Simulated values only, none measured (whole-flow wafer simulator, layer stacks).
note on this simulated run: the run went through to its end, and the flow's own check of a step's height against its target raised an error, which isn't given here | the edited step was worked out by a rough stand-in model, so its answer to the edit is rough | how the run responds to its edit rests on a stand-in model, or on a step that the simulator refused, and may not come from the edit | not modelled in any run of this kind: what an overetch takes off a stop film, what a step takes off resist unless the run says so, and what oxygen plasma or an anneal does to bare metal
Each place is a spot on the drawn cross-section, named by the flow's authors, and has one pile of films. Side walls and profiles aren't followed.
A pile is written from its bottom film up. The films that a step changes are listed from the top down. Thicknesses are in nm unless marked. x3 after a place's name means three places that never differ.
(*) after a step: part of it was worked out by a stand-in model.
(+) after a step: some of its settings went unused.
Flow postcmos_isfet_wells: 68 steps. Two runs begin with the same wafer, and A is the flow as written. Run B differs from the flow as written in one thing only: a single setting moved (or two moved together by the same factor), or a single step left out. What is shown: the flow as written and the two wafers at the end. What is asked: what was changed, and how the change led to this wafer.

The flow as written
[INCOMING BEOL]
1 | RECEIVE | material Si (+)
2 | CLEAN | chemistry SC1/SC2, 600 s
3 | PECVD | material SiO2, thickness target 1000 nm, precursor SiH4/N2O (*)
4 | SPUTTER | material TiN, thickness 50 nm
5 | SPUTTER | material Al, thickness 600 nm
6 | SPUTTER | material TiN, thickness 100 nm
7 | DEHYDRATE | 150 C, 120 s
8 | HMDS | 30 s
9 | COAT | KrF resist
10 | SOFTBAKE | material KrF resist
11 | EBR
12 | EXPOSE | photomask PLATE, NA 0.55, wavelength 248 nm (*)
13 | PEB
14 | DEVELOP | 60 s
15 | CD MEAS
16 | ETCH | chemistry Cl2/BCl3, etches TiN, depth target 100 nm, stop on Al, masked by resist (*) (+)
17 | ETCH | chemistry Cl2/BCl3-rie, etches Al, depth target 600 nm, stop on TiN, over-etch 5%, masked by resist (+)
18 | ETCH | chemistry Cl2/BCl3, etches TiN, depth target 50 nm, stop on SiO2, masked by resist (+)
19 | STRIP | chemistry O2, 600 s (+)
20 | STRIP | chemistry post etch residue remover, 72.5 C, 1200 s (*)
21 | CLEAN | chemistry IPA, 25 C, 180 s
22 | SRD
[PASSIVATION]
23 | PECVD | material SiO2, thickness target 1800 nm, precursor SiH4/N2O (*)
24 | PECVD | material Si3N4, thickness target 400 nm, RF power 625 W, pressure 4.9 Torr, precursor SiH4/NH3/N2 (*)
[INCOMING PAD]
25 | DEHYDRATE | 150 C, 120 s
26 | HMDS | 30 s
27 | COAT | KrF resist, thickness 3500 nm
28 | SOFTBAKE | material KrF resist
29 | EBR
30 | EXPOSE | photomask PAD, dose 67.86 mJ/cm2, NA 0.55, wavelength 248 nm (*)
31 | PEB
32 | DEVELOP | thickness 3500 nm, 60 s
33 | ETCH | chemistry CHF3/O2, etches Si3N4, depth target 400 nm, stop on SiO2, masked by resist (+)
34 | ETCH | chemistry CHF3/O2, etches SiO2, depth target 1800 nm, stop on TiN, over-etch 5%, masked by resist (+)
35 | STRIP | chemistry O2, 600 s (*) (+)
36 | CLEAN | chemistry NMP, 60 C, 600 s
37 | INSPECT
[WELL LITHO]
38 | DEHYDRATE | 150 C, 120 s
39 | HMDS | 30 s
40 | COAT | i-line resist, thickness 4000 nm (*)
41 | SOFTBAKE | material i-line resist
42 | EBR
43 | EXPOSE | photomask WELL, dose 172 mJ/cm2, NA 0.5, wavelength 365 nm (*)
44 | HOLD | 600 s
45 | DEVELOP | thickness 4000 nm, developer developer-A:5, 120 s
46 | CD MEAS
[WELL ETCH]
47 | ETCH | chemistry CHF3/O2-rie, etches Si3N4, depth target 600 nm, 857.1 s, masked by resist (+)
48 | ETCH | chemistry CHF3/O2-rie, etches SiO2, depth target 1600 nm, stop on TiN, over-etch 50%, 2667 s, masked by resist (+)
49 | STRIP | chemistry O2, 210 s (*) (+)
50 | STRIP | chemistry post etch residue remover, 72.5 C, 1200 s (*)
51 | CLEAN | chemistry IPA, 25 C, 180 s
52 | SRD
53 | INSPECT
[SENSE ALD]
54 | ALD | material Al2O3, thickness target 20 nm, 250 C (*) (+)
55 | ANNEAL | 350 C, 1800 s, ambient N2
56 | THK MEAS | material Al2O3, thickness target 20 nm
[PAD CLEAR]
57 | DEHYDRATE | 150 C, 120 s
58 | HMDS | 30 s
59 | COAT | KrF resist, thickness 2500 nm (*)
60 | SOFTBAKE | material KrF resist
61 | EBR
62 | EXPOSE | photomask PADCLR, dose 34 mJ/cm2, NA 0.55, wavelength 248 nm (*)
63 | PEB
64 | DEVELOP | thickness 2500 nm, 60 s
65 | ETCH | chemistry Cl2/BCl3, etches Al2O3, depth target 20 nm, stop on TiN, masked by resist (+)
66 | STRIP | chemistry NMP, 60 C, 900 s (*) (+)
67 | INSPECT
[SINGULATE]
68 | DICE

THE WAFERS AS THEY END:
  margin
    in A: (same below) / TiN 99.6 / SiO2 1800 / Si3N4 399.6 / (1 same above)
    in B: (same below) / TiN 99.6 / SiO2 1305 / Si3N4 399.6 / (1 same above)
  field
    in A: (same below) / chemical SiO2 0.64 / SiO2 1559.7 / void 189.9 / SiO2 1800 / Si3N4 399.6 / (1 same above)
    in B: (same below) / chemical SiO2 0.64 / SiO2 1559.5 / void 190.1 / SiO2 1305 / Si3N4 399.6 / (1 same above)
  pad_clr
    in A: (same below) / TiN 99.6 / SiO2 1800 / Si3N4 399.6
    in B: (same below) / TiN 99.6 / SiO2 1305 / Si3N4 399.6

The reason: step 23, PECVD: thickness target 1305 nm was run, whereas the flow has thickness target 1800 nm.
The wafer itself shows it: margin has SiO2 1305, and step 23 as written asks for 1800 nm.

Step by step, how the change led to this:
  23 | PECVD | material SiO2, thickness target 1800 nm, precursor SiH4/N2O (*)
      margin, well900, well1300 x3, pad_rim, pad_clr, pad_open: A +1800 SiO2 (new film) | B +1305 SiO2 (new film)
      field: A +1800 SiO2 (new film), +189.9 void (new film), +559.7 SiO2 | B +1305 SiO2 (new film), +190.1 void (new film), +559.5 SiO2
  34 | ETCH | chemistry CHF3/O2, etches SiO2, depth target 1800 nm, stop on TiN, over-etch 5%, masked by resist (+)
      field, margin, well900, well1300 x3, pad_rim, pad_clr: A -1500 KrF resist | B -1141.9 KrF resist
      pad_open: A -1800 SiO2 (all of it) | B -1305 SiO2 (all of it)
  35 | STRIP | chemistry O2, 600 s (*) (+)
      field, margin, well900, well1300 x3, pad_rim, pad_clr: A -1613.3 KrF resist (all of it) | B -1971.4 KrF resist (all of it)
  40 | COAT | i-line resist, thickness 4000 nm (*)
      pad_clr: A +3256.8 i-line resist (new film) | B +3413.4 i-line resist (new film)
      pad_open: A +4804.7 i-line resist (new film) | B +4626.3 i-line resist (new film)
  41 | SOFTBAKE | material i-line resist
      pad_clr: A -156.7 i-line resist | B -109.3 i-line resist
      pad_open: A +115.3 i-line resist | B +92.5 i-line resist
  48 | ETCH | chemistry CHF3/O2-rie, etches SiO2, depth target 1600 nm, stop on TiN, over-etch 50%, 2667 s, masked by resist (+)
      well900, well1300 x3: A -1600 SiO2 (all of it) | B -1105 SiO2 (all of it)
  49 | STRIP | chemistry O2, 210 s (*) (+)
      pad_clr: A -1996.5 i-line resist (all of it) | B -2200.5 i-line resist (all of it)
      pad_open: A -3816.3 i-line resist (all of it) | B -3615.2 i-line resist (all of it)
  59 | COAT | KrF resist, thickness 2500 nm (*)
      field: A +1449 KrF resist (new film) | B +1685.5 KrF resist (new film)
      margin: A +1448.9 KrF resist (new film) | B +1685.4 KrF resist (new film)
      (also at 3 further places)
  60 | SOFTBAKE | material KrF resist
      pad_clr: A -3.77 KrF resist | B -3.01 KrF resist
  63 | PEB
      field, margin: A -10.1 KrF resist | B -11.8 KrF resist
      pad_rim: A -13.9 KrF resist | B -14.7 KrF resist
      (also at 2 further places)
  64 | DEVELOP | thickness 2500 nm, 60 s
      pad_clr: A -1676 KrF resist (all of it) | B -1843.4 KrF resist (all of it)
      pad_open: A -3045.1 KrF resist (all of it) | B -2921.1 KrF resist (all of it)
  66 | STRIP | chemistry NMP, 60 C, 900 s (*) (+)
      field, margin: A -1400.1 KrF resist (all of it) | B -1634.9 KrF resist (all of it)
      pad_rim: A -1923.7 KrF resist (all of it) | B -2035.7 KrF resist (all of it)
